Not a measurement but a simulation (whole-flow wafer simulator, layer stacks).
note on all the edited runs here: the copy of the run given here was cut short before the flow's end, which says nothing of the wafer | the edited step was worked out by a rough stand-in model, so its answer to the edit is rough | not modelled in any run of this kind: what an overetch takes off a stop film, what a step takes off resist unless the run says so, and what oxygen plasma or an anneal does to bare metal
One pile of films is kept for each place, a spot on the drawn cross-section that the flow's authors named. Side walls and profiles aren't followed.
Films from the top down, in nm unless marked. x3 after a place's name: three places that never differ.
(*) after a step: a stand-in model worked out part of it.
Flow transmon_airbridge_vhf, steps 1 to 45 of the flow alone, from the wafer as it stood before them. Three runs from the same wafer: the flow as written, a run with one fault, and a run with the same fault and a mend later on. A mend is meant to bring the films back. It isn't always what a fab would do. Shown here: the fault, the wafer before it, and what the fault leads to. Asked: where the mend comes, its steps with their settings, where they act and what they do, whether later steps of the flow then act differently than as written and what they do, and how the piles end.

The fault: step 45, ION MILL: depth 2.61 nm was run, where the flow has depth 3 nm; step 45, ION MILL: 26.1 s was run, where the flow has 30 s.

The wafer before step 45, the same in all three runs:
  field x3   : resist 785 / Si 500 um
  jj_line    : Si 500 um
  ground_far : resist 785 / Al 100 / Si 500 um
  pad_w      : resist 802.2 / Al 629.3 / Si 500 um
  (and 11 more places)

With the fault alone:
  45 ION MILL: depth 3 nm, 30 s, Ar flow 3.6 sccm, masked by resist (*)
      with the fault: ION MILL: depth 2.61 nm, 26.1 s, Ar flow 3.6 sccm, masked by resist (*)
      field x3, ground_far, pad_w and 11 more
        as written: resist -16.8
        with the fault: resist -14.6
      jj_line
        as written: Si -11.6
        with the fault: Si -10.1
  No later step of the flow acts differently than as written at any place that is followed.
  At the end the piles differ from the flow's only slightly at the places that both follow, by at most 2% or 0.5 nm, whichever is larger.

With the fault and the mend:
  The mend comes after step 45.
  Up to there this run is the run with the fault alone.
  45a ION MILL: depth 0.39 nm, 3.9 s, Ar flow 3.6 sccm, masked by resist (*) (the flow's step 45 once more, with other settings)
      field x3, ground_far, pad_w and 11 more
        resist -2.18
      jj_line
        Si -1.51
  No later step of the flow acts differently than as written at any place that is followed.
  At the end the piles are the same as the flow's at every place that both follow.
